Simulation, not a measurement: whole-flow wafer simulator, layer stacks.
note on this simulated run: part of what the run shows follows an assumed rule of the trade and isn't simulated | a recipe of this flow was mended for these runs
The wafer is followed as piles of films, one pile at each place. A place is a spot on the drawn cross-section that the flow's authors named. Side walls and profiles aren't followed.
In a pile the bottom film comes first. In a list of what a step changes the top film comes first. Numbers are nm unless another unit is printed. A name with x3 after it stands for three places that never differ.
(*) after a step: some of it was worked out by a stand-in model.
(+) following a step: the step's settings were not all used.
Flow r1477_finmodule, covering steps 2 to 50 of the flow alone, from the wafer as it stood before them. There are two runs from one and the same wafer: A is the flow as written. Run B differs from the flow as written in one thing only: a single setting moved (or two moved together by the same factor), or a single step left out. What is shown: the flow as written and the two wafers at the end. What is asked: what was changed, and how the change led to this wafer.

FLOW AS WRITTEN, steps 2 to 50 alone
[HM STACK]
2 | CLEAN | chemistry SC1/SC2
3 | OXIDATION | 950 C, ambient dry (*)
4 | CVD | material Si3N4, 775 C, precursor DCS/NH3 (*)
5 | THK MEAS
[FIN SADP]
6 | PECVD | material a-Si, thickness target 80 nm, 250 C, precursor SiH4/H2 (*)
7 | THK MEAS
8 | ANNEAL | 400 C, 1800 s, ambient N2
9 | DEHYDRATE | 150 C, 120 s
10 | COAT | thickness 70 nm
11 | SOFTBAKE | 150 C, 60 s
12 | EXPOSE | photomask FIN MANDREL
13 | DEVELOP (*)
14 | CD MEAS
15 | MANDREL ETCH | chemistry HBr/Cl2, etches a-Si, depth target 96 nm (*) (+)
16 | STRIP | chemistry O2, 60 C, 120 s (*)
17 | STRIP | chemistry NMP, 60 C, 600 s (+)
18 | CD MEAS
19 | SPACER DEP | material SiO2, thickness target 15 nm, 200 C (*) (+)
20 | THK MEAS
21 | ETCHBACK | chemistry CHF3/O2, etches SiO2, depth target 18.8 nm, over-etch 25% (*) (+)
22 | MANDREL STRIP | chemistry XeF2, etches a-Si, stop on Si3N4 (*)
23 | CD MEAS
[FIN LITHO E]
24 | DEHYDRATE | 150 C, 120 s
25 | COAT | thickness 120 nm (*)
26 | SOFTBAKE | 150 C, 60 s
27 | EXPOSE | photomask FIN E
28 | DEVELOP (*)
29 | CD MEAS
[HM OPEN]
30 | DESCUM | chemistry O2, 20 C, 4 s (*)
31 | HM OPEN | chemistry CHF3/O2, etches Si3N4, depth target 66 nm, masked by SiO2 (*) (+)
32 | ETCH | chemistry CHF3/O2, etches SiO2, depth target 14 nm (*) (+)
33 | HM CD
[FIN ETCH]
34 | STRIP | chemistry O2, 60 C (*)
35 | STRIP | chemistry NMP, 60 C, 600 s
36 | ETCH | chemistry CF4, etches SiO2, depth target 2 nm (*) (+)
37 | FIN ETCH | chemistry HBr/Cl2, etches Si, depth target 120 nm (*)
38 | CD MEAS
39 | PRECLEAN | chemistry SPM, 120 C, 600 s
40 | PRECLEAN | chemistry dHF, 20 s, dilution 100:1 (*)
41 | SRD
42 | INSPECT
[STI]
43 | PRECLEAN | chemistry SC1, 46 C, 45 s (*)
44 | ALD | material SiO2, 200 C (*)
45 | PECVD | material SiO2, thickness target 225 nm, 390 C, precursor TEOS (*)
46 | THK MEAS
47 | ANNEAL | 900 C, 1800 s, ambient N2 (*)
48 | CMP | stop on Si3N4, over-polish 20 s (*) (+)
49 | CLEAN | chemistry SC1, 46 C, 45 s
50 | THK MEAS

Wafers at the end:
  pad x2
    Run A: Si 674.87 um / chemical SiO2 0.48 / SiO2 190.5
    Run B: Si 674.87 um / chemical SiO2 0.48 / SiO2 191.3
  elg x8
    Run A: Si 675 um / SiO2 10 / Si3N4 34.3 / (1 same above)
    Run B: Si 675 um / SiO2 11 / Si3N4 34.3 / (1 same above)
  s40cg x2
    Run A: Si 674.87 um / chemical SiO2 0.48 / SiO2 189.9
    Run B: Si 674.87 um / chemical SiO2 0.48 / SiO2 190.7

Cause: step 3, OXIDATION: 958 C was run, while the flow as written has 950 C.

The path from the change to this, step by step:
  3 | OXIDATION | 950 C, ambient dry (*)
      pad x2, elg x8, esg x8 and 18 more: A +10 SiO2 (new film), -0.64 chemical SiO2 (all of it), -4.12 Si | B +11 SiO2 (new film), -0.64 chemical SiO2 (all of it), -4.56 Si
  32 | ETCH | chemistry CHF3/O2, etches SiO2, depth target 14 nm (*) (+)
      pad x2, esg x8, s40sg x2, s45sg x2, s50sg x2: A -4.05 SiO2 (all of it), -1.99 Si | B -5.05 SiO2 (all of it), -1.79 Si
      s40cg x2, s45cg x2, s50cg x2: A -7 SiO2 (all of it), -1.4 Si | B -8 SiO2 (all of it), -1.2 Si
